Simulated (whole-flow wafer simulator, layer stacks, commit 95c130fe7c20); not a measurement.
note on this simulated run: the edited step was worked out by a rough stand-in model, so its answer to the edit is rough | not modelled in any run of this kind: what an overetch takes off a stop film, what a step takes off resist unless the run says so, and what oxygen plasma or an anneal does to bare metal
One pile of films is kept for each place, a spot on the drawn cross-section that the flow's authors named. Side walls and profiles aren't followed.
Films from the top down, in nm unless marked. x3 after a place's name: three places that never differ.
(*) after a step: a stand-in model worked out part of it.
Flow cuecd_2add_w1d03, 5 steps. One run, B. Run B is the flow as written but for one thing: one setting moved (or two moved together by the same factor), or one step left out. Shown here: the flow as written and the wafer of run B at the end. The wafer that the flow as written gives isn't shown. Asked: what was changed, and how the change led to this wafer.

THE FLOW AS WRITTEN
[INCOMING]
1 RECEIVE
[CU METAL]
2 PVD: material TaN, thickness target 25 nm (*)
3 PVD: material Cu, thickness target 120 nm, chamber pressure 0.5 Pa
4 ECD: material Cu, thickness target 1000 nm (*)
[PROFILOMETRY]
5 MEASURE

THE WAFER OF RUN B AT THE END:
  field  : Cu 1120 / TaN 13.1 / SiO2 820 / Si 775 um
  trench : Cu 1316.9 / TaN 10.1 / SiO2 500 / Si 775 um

The cause: step 2, PVD: thickness target 13.1 nm was run, where the flow has thickness target 25 nm.
It can be read off the wafer: field has TaN 13.1, and step 2 as written asks for 25 nm.

How the change led to this, step by step:
  2 PVD: material TaN, thickness target 25 nm (*)
      field: TaN +13.1 (new film) (as written it would be: TaN +25 (new film))
      trench: TaN +10.1 (new film) (as written it would be: TaN +19.4 (new film))
